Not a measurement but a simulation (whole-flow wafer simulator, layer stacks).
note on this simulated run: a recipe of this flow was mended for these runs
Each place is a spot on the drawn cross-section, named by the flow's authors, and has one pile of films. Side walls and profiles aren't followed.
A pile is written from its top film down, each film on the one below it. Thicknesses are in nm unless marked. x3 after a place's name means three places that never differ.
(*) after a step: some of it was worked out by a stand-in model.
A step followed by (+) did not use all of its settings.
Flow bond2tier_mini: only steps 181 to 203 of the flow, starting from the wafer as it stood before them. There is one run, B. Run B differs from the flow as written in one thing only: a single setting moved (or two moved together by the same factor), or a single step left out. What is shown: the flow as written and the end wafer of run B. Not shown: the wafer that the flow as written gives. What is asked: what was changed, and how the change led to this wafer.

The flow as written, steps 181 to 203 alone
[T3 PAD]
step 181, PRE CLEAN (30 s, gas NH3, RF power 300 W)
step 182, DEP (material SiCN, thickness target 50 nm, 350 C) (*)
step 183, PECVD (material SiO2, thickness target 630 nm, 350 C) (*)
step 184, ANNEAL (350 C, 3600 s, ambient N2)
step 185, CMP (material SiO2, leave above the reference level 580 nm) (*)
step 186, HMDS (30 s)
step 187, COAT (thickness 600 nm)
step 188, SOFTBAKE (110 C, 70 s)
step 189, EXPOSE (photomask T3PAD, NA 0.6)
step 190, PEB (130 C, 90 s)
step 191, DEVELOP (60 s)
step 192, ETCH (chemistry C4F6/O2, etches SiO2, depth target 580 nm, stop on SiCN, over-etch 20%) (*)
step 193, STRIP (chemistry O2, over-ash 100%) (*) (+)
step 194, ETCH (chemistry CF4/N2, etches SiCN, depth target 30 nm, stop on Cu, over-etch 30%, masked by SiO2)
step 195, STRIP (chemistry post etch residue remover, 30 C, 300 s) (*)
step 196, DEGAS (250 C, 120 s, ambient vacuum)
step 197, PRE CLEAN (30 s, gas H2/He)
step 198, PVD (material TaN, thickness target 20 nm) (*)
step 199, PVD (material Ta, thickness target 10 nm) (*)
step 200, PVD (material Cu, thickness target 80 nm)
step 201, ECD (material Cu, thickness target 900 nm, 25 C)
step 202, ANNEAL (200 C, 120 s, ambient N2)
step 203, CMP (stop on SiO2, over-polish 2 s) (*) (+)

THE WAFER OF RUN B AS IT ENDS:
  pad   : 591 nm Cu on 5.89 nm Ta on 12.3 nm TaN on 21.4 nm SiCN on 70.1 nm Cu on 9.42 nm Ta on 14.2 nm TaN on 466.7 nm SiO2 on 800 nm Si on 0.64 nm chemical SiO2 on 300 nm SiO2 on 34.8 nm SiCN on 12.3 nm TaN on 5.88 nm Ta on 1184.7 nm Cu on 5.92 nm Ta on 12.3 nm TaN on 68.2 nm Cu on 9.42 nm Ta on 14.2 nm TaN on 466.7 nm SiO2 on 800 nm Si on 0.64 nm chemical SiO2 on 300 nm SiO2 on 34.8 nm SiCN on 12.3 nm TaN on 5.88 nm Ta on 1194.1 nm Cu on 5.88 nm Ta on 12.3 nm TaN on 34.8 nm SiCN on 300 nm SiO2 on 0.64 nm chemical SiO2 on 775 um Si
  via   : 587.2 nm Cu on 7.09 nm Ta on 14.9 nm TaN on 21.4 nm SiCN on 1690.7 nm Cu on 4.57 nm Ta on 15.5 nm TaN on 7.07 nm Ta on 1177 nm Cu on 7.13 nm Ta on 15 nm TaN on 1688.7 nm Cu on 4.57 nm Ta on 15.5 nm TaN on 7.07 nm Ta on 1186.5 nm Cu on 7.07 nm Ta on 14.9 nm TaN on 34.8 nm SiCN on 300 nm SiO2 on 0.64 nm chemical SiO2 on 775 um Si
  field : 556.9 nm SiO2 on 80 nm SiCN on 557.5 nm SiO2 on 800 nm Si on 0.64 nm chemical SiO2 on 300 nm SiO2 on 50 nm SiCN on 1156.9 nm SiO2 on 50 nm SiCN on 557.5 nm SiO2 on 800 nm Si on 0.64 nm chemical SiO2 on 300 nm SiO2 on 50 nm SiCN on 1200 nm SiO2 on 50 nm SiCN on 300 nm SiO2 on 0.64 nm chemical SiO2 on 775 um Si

Cause: step 182, DEP: thickness target 80 nm was run, though the flow has thickness target 50 nm.
The wafer lets one read it off: field has SiCN 80, and step 182 as written asks for 50 nm.

How this came from the change, step by step:
  step 182, DEP (material SiCN, thickness target 50 nm, 350 C) (*)
      field, pad, via: +80 SiCN (new film) (as written it would have been: +50 SiCN (new film))
  step 194, ETCH (chemistry CF4/N2, etches SiCN, depth target 30 nm, stop on Cu, over-etch 30%, masked by SiO2)
      pad, via: -39 SiCN (as written it would have been: -30.4 SiCN (all of it), -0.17 Cu)
  step 195, STRIP (chemistry post etch residue remover, 30 C, 300 s) (*)
      pad, via: nothing (as written it would have been: -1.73 Cu)
With metal films that touch counted as one body, pad has 4 bodies (between them, from the top down: SiCN 21.4; SiO2 466.7 / Si 800 / chemical SiO2 0.64 / SiO2 300 / SiCN 34.8; SiO2 466.7 / Si 800 / chemical SiO2 0.64 / SiO2 300 / SiCN 34.8); the flow as written gives 3 bodies (between them, from the top down: SiO2 466.7 / Si 800 / chemical SiO2 0.64 / SiO2 300 / SiCN 34.8; SiO2 466.7 / Si 800 / chemical SiO2 0.64 / SiO2 300 / SiCN 34.8).
With metal films that touch counted as one body, via has 2 bodies (between them, from the top down: SiCN 21.4); the flow as written gives 1 body.
